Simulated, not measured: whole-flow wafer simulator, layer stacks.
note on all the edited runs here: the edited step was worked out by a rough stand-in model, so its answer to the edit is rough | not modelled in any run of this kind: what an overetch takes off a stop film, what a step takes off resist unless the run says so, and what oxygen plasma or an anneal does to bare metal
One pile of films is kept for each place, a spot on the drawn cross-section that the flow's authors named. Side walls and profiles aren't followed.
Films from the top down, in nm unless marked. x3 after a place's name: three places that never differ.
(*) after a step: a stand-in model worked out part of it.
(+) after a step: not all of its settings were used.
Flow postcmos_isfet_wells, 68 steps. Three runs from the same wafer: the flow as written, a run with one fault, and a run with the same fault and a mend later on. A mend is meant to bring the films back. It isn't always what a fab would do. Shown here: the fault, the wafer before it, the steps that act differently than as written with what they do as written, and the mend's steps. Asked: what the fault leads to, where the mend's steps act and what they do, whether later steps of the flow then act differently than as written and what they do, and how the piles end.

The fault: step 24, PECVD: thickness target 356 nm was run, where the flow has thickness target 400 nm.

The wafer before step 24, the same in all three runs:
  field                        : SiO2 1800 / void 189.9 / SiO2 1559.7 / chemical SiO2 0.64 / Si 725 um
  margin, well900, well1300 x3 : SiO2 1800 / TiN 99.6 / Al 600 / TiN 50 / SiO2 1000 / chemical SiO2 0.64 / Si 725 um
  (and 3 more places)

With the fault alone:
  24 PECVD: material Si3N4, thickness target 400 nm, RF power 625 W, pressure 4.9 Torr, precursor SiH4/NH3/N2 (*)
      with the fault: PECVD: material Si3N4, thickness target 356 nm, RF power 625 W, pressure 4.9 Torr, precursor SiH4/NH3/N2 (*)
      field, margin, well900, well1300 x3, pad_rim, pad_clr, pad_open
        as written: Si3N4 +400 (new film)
        with the fault: Si3N4 +356 (new film)
  Later steps of the flow that act differently than as written (7 more steps differ only slightly, by at most 2% or 0.5 nm, whichever is larger, and aren't shown):
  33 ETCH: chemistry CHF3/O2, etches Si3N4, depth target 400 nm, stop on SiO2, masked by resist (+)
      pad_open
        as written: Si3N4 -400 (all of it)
        with the fault: Si3N4 -356 (all of it)
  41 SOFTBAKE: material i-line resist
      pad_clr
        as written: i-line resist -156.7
        with the fault: i-line resist -152.3
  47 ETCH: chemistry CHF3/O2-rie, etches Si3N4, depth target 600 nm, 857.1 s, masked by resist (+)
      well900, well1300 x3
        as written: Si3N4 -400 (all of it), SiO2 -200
        with the fault: Si3N4 -356 (all of it), SiO2 -244
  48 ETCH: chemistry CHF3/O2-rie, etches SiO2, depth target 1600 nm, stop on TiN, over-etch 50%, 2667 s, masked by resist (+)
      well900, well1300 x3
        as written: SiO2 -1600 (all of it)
        with the fault: SiO2 -1556 (all of it)
  At the end the piles differ from the flow's by more than 2% or 0.5 nm, whichever is larger, at field, margin, pad_rim, pad_clr.
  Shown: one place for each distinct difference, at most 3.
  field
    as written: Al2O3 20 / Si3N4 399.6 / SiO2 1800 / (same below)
    with the fault: Al2O3 20 / Si3N4 355.6 / SiO2 1800 / (same below)
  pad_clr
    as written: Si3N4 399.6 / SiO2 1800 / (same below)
    with the fault: Si3N4 355.6 / SiO2 1800 / (same below)

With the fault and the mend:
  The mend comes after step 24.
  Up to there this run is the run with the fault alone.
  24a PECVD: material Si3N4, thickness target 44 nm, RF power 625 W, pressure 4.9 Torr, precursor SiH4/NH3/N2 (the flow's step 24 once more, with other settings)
      field, margin, well900, well1300 x3, pad_rim, pad_clr, pad_open
        Si3N4 +44
  No later step of the flow acts differently than as written at any place that is followed.
  At the end the piles are the same as the flow's at every place that both follow.
